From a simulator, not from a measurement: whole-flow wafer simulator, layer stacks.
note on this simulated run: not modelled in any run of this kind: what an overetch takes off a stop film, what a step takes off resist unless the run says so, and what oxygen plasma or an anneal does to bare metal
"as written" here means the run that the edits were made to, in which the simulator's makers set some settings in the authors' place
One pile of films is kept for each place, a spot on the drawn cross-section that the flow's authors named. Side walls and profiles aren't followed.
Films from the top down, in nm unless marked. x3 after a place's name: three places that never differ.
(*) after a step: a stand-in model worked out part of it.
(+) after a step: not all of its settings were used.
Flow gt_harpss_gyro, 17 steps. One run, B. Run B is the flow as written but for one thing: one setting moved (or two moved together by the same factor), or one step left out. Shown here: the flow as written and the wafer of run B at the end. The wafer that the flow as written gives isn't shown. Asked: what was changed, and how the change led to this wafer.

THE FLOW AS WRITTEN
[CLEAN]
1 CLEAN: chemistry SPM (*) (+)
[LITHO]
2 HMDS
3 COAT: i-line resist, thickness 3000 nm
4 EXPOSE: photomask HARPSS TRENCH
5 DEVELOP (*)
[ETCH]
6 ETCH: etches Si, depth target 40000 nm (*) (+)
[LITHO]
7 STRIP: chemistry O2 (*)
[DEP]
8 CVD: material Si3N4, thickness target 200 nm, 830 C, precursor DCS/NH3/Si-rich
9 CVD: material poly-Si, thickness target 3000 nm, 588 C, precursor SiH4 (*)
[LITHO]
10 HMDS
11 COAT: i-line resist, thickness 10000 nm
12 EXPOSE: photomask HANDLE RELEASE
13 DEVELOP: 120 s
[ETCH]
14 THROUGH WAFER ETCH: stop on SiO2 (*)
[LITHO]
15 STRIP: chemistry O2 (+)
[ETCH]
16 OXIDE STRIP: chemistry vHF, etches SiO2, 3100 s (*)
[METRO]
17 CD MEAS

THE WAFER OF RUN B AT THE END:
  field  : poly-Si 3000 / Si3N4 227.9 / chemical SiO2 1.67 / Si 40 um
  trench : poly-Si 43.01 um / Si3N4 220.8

The cause: step 8, CVD: 860 C was run, where the flow has 830 C.

How the change led to this, step by step:
  8 CVD: material Si3N4, thickness target 200 nm, 830 C, precursor DCS/NH3/Si-rich
      field: Si3N4 +227.9 (new film) (as written it would be: Si3N4 +200 (new film))
      trench: Si3N4 +220.8 (new film) (as written it would be: Si3N4 +195.9 (new film))
